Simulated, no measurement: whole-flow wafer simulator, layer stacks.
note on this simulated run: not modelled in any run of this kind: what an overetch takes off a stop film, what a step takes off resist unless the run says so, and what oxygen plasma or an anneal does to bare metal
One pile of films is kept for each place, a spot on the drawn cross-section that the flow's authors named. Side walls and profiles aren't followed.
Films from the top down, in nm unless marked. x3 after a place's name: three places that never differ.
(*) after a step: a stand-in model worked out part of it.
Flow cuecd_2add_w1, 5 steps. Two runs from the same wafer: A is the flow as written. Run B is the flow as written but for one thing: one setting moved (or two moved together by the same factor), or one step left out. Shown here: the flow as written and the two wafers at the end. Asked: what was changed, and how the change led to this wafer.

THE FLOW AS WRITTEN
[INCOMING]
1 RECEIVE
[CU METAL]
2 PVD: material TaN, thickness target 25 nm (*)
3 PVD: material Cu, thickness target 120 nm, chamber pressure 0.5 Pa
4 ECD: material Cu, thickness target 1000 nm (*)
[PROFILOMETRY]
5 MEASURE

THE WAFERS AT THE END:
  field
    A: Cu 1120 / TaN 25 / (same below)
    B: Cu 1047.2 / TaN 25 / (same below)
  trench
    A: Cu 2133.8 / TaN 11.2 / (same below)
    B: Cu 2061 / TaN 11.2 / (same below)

The cause: step 3, PVD: thickness target 47.2 nm was run, where the flow has thickness target 120 nm.

How the change led to this, step by step:
  3 PVD: material Cu, thickness target 120 nm, chamber pressure 0.5 Pa
      field: A Cu +120 (new film) | B Cu +47.2 (new film)
      trench: A Cu +53.6 (new film) | B Cu +21.6 (new film)
